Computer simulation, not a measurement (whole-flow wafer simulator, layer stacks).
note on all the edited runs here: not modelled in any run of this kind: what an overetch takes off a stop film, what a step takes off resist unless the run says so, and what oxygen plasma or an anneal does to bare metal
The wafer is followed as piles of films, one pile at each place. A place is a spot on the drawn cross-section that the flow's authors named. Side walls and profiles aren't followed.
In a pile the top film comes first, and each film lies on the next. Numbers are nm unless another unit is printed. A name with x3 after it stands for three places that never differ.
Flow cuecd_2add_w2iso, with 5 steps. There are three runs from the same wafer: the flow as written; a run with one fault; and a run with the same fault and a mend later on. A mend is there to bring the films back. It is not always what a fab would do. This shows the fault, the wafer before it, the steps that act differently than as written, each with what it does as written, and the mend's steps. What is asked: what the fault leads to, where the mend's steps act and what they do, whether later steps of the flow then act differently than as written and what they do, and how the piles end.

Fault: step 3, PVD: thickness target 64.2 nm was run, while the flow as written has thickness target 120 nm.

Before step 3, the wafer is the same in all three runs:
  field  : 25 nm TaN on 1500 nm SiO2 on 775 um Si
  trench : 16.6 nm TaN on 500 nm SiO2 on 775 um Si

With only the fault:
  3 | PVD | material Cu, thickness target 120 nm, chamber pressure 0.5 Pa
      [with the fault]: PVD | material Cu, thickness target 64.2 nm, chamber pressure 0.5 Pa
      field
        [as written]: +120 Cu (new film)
        [with the fault]: +64.2 Cu (new film)
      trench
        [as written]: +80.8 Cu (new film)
        [with the fault]: +43.4 Cu (new film)
  Later steps of the flow that are run all act as written at every place that is followed, up to a difference of at most 2% or 0.5 nm, whichever is larger.
  The piles end different from the flow's at field, trench by more than 2% or 0.5 nm, whichever is larger.
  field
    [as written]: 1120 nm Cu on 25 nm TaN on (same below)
    [with the fault]: 1064.2 nm Cu on 25 nm TaN on (same below)
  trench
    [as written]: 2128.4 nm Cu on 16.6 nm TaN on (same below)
    [with the fault]: 2072.6 nm Cu on 16.6 nm TaN on (same below)

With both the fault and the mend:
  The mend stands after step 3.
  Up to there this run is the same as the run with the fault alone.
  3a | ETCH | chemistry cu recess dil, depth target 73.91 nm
      field
        -64.2 Cu (all of it)
      trench
        -43.4 Cu (all of it)
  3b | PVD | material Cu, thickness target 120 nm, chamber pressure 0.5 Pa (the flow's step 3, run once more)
      field
        +120 Cu (new film)
      trench
        +80.8 Cu (new film)
  Later steps of the flow that are run all act as written at every place that is followed.
  The piles end the same as the flow's at every place that both follow.
